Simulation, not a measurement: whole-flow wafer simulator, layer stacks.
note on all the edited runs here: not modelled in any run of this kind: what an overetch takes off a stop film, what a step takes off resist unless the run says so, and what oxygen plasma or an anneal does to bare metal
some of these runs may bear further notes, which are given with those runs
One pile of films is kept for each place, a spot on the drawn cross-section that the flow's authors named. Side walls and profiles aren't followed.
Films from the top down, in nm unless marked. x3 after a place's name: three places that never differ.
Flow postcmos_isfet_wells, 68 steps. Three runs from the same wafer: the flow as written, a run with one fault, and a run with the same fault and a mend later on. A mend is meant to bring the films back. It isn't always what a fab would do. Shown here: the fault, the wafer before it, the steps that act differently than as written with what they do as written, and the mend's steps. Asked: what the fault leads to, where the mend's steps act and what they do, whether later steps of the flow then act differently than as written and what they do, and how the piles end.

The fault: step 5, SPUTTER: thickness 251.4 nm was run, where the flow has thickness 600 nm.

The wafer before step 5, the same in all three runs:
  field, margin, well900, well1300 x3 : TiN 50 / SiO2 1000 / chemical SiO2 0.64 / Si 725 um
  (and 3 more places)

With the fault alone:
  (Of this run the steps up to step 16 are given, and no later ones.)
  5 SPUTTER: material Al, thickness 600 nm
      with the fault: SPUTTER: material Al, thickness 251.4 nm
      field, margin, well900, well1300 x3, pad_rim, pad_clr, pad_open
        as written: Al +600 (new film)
        with the fault: Al +251.4 (new film)
  No later step of the flow up to step 16 acts differently than as written at any place that is followed.
  After step 16 the piles differ from the flow's by more than 2% or 0.5 nm, whichever is larger, at field, margin, well900, well1300 x3, pad_rim, pad_clr, pad_open.
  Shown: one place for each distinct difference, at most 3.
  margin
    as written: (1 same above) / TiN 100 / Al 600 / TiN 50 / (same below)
    with the fault: (1 same above) / TiN 100 / Al 251.4 / TiN 50 / (same below)
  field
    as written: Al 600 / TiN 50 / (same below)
    with the fault: Al 251.4 / TiN 50 / (same below)

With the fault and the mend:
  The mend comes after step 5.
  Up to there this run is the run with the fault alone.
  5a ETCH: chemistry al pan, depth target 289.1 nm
      field, margin, well900, well1300 x3, pad_rim, pad_clr, pad_open
        Al -251.4 (all of it)
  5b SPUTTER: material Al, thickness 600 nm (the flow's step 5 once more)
      field, margin, well900, well1300 x3, pad_rim, pad_clr, pad_open
        Al +600 (new film)
  No later step of the flow acts differently than as written at any place that is followed.
  At the end the piles are the same as the flow's at every place that both follow.
